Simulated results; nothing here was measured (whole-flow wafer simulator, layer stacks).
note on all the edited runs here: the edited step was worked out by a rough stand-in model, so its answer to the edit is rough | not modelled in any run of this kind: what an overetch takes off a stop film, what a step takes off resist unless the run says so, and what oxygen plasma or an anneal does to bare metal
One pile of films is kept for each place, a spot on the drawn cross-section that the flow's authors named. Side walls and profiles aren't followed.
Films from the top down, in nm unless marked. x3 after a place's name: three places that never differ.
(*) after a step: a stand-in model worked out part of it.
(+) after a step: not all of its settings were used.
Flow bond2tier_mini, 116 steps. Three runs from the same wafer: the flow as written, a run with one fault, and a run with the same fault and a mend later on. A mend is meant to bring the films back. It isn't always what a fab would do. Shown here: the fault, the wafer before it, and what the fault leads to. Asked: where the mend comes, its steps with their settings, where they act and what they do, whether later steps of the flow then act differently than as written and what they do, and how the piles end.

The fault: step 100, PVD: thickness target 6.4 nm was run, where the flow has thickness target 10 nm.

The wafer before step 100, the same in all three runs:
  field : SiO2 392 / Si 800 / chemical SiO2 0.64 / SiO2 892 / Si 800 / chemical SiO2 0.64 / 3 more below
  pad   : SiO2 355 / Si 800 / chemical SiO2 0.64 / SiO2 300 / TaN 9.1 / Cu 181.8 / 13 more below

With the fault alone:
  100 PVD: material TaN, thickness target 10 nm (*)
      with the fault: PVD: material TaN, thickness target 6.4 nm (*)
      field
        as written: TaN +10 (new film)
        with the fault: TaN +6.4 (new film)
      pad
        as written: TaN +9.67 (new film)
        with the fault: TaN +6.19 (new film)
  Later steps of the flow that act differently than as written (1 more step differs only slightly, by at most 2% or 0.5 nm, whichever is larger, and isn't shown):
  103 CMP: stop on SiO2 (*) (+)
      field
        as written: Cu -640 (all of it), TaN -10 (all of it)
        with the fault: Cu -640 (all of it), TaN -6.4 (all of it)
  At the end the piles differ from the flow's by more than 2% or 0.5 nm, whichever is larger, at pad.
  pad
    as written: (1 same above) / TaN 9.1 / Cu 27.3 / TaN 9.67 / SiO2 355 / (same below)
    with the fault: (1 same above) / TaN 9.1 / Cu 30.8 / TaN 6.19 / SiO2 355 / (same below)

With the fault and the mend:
  The mend comes after step 100.
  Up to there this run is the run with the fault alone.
  100a PVD: material TaN, thickness target 3.6 nm (*) (the flow's step 100 once more, with other settings)
      field
        TaN +3.6
      pad
        TaN +3.48
  No later step of the flow acts differently than as written at any place that is followed.
  At the end the piles are the same as the flow's at every place that both follow.
